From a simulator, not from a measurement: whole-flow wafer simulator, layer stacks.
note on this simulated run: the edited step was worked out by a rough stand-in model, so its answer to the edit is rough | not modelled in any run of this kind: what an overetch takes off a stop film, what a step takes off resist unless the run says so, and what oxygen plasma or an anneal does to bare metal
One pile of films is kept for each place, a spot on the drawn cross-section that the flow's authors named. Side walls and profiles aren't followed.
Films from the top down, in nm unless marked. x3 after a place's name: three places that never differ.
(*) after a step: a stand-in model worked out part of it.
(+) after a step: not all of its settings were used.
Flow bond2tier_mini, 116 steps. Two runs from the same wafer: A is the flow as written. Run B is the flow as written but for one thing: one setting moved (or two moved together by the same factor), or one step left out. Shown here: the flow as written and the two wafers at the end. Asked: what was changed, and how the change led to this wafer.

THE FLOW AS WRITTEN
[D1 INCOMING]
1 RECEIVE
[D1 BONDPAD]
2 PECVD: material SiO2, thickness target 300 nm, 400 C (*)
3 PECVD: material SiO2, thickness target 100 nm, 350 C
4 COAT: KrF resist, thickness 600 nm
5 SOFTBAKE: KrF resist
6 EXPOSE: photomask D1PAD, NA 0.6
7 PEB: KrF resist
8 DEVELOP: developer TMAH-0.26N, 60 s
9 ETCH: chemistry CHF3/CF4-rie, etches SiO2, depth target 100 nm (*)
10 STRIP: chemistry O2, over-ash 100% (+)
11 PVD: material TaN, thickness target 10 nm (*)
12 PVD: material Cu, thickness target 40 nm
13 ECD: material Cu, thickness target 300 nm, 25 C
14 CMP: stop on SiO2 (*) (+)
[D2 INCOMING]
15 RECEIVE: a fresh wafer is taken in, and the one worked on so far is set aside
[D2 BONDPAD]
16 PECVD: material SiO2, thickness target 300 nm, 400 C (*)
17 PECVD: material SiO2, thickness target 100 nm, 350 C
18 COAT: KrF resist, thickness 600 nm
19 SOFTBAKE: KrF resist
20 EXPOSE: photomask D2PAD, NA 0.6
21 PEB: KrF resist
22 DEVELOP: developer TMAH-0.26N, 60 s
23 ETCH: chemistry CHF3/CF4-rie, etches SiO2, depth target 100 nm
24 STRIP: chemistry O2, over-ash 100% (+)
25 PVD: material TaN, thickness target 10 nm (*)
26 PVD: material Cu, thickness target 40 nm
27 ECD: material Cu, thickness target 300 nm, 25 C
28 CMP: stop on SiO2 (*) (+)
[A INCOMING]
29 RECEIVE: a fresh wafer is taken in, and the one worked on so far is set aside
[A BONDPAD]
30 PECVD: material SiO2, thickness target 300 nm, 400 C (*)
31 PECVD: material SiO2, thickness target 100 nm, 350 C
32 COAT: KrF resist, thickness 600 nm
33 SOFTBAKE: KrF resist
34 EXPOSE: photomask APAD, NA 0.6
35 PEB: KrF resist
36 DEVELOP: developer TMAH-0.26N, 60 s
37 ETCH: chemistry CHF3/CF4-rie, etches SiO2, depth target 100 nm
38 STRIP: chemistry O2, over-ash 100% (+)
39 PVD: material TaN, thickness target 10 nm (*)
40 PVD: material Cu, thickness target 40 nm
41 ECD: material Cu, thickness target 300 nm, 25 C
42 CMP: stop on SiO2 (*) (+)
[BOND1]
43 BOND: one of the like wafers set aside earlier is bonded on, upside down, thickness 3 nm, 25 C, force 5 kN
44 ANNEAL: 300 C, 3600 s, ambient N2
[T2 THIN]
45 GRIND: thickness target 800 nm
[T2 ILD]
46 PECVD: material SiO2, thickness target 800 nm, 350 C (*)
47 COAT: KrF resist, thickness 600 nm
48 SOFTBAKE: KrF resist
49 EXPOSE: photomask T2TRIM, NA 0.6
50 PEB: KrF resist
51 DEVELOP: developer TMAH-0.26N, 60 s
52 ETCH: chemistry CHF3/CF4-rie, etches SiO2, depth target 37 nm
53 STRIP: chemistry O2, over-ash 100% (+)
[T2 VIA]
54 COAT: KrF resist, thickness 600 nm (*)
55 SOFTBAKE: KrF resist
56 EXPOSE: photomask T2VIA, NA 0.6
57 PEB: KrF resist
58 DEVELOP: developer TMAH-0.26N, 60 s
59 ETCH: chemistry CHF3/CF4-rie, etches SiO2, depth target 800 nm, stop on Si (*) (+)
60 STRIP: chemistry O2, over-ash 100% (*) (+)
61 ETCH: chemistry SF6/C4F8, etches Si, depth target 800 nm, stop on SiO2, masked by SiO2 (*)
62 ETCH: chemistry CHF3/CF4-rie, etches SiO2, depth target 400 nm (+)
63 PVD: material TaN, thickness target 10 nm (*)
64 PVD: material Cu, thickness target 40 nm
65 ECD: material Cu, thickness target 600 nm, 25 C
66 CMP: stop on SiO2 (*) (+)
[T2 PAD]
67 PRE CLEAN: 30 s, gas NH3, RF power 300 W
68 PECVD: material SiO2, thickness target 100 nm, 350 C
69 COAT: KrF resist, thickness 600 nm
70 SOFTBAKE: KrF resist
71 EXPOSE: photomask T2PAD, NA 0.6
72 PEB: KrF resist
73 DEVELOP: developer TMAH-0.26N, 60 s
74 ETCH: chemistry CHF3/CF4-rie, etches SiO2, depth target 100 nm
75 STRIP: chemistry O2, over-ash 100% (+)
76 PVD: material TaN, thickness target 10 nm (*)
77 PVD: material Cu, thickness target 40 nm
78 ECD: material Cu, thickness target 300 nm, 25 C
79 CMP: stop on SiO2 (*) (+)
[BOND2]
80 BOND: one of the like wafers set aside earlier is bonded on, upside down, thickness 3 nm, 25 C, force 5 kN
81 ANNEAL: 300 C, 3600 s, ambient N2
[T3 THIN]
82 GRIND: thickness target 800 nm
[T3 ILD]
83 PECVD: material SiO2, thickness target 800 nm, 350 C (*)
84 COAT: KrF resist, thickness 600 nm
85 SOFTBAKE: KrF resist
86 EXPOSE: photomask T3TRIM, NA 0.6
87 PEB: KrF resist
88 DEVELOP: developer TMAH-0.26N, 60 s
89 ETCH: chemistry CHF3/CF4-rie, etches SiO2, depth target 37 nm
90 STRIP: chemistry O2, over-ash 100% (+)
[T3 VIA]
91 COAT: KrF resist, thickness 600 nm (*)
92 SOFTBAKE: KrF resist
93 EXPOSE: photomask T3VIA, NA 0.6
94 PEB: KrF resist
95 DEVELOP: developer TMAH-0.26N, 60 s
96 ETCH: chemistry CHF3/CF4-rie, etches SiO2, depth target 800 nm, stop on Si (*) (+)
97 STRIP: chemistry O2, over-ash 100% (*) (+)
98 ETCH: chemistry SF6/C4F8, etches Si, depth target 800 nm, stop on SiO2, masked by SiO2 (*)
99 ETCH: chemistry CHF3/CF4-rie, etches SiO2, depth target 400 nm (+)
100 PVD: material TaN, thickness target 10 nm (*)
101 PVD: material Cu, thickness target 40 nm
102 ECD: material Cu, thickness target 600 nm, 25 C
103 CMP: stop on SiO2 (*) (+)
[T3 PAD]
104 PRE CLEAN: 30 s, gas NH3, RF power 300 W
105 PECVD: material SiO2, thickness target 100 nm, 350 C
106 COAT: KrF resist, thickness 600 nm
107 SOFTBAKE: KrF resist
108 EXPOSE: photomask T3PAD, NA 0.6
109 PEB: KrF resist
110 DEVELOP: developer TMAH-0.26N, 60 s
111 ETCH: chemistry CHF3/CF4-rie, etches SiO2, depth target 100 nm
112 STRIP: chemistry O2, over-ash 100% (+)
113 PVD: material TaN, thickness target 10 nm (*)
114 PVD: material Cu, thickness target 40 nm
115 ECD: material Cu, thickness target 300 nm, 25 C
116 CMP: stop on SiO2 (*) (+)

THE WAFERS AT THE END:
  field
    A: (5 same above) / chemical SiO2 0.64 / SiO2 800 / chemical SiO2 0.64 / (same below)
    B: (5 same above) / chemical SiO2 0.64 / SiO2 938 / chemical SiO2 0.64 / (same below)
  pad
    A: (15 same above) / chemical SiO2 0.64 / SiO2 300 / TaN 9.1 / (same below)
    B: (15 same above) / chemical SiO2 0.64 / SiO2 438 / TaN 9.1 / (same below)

The cause: step 2, PECVD: thickness target 438 nm was run, where the flow has thickness target 300 nm.
It can be read off the wafer: pad has SiO2 438, and step 2 as written asks for 300 nm.

How the change led to this, step by step:
  2 PECVD: material SiO2, thickness target 300 nm, 400 C (*)
      field, pad, via: A SiO2 +300 (new film) | B SiO2 +438 (new film)
  43 BOND: one of the like wafers set aside earlier is bonded on, upside down, thickness 3 nm, 25 C, force 5 kN
      field: A Si +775 um (new film), chemical SiO2 +0.64 (new film), SiO2 +400 | B Si +775 um (new film), chemical SiO2 +0.64 (new film), SiO2 +538
      pad: A Si +775 um (new film), chemical SiO2 +0.64 (new film), SiO2 +300 (new film), TaN +9.1 (new film), Cu +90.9 | B Si +775 um (new film), chemical SiO2 +0.64 (new film), SiO2 +438 (new film), TaN +9.1 (new film), Cu +90.9
      (and at 1 more place)
